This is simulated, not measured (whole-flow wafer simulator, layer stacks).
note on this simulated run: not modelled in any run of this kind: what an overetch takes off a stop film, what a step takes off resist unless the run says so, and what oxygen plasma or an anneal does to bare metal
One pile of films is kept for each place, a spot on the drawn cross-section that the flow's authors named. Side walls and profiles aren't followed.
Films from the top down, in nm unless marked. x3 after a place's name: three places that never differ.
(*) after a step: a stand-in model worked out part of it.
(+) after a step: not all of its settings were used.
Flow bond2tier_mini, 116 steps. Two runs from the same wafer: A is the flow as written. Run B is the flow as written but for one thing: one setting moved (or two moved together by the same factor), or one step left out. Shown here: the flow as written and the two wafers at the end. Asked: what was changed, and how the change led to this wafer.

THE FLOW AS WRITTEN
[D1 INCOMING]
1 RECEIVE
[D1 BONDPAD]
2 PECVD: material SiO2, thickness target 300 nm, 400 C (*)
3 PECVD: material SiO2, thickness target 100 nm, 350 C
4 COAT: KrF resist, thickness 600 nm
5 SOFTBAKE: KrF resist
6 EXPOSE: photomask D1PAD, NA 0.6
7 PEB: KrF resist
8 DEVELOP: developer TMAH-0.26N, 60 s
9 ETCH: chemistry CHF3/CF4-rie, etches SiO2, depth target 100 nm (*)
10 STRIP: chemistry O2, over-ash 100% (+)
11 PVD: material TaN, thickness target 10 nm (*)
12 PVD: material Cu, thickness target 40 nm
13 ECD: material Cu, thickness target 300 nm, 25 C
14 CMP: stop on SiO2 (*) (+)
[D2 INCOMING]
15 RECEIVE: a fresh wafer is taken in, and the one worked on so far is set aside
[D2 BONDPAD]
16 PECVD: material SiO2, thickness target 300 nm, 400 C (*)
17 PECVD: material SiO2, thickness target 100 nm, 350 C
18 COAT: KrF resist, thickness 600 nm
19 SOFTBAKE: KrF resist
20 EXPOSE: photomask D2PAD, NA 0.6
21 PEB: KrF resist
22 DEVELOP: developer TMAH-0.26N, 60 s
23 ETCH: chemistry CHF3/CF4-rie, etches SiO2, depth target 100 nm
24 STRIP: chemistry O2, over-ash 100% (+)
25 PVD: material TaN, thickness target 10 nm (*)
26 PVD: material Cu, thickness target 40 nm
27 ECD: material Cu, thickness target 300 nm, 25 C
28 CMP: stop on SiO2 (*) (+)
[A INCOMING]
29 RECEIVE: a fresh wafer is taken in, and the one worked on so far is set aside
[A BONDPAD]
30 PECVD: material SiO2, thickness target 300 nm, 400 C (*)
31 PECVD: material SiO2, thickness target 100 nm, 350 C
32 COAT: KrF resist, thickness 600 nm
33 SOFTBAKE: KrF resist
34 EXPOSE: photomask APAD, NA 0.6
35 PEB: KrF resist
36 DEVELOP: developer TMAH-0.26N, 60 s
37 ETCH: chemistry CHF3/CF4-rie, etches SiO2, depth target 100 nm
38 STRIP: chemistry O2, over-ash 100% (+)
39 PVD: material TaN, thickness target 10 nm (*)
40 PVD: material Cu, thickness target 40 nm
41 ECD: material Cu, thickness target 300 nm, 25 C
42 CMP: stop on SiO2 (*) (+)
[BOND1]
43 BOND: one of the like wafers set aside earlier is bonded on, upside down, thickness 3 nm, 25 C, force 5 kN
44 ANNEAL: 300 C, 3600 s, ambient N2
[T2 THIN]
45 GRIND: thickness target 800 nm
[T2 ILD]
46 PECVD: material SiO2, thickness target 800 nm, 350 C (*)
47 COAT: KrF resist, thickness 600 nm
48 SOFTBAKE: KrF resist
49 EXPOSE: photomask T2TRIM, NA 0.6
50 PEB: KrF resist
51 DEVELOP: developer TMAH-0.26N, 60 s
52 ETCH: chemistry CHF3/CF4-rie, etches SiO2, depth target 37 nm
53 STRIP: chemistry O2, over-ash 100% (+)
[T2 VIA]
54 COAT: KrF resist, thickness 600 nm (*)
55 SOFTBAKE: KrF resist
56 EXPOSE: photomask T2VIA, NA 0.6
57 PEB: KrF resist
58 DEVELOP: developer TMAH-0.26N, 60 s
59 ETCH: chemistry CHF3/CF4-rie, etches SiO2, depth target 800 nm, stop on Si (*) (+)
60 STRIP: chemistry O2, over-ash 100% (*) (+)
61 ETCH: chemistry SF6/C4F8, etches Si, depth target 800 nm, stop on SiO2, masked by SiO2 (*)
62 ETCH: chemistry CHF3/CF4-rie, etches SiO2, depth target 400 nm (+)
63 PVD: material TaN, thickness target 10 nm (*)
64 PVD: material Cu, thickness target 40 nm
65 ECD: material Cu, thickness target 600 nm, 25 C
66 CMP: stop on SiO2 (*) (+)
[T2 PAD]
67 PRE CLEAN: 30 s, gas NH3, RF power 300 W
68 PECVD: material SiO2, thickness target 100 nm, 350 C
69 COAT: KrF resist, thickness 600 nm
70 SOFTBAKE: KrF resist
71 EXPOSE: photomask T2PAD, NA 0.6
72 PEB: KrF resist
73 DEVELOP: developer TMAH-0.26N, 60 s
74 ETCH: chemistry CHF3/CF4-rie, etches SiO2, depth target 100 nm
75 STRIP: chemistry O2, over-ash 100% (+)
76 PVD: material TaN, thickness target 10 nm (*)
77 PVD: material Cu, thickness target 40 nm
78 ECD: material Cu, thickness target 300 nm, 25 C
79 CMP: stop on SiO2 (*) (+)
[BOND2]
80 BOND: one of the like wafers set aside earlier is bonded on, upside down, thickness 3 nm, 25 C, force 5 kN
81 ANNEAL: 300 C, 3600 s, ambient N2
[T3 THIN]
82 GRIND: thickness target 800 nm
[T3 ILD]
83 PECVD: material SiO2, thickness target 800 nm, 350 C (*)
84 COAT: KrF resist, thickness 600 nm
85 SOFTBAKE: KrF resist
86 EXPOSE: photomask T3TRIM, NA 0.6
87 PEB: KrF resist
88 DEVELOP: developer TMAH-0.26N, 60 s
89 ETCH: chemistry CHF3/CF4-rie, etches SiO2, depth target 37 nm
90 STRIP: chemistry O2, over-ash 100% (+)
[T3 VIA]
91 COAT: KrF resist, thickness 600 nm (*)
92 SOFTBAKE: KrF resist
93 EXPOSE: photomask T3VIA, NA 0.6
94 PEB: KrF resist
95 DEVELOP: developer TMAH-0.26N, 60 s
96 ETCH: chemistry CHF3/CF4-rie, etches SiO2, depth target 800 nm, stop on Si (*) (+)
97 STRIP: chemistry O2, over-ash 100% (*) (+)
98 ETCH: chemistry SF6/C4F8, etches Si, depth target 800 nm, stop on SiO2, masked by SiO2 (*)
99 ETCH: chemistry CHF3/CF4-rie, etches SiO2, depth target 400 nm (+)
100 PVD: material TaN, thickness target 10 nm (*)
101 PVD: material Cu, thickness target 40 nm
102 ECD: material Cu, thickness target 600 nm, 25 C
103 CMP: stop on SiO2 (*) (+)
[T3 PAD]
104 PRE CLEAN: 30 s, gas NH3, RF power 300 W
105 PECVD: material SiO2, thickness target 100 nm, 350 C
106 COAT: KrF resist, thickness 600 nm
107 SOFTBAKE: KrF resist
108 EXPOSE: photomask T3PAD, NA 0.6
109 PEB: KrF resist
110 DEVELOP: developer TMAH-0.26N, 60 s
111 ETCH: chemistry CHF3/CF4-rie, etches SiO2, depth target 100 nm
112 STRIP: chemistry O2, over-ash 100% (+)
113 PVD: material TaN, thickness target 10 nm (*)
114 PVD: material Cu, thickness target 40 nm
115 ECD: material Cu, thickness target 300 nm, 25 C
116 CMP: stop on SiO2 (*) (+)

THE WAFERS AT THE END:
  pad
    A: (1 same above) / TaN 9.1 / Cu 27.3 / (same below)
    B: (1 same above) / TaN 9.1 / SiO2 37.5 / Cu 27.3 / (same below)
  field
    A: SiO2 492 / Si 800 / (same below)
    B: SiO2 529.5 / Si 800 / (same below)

The cause: step 105, PECVD: thickness target 137.5 nm was run, where the flow has thickness target 100 nm.

How the change led to this, step by step:
  105 PECVD: material SiO2, thickness target 100 nm, 350 C
      field: A SiO2 +100 | B SiO2 +137.5
      pad: A SiO2 +100 (new film) | B SiO2 +137.5 (new film)
  111 ETCH: chemistry CHF3/CF4-rie, etches SiO2, depth target 100 nm
      pad: A SiO2 -100 (all of it) | B SiO2 -100
Counting metal films that touch as one body, pad has 4 bodies (between them, from the top down: SiO2 37.5; SiO2 355 / Si 800 / chemical SiO2 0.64 / SiO2 300; SiO2 355 / Si 800 / chemical SiO2 0.64 / SiO2 300); the flow as written gives 3 bodies (between them, from the top down: SiO2 355 / Si 800 / chemical SiO2 0.64 / SiO2 300; SiO2 355 / Si 800 / chemical SiO2 0.64 / SiO2 300).
